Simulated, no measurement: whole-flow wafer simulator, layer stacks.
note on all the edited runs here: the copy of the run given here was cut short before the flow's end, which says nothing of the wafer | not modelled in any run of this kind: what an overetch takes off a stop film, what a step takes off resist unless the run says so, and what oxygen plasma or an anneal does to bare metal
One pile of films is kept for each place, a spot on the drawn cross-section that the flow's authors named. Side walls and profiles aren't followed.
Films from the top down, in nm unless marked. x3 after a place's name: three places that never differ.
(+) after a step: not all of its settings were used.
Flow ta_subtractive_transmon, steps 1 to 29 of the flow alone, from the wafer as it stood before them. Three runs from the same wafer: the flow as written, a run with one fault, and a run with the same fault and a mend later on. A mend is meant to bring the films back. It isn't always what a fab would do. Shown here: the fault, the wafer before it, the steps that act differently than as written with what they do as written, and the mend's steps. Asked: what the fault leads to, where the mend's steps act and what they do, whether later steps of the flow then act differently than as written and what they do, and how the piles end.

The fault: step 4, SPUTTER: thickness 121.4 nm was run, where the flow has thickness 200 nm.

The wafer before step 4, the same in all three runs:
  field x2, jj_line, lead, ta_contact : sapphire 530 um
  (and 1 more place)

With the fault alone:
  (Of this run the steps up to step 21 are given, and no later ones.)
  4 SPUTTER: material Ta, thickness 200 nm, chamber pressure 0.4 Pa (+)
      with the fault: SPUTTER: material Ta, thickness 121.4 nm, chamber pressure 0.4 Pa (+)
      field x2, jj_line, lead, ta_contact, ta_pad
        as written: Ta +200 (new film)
        with the fault: Ta +121.4 (new film)
  Later steps of the flow that act differently than as written:
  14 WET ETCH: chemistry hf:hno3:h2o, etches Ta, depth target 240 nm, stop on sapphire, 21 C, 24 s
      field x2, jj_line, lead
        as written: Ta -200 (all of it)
        with the fault: Ta -121.4 (all of it)
  After step 21 the piles differ from the flow's by more than 2% or 0.5 nm, whichever is larger, at ta_contact, ta_pad.
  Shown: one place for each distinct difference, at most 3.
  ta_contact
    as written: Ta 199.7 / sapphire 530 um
    with the fault: Ta 121.1 / sapphire 530 um

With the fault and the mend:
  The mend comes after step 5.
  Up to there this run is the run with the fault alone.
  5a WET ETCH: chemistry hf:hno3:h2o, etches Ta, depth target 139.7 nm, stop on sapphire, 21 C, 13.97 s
      field x2, jj_line, lead, ta_contact, ta_pad
        Ta -121.4 (all of it)
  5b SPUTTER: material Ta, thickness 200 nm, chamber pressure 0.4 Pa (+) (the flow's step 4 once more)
      field x2, jj_line, lead, ta_contact, ta_pad
        Ta +200 (new film)
  No later step of the flow acts differently than as written at any place that is followed.
  At the end the piles are the same as the flow's at every place that both follow.
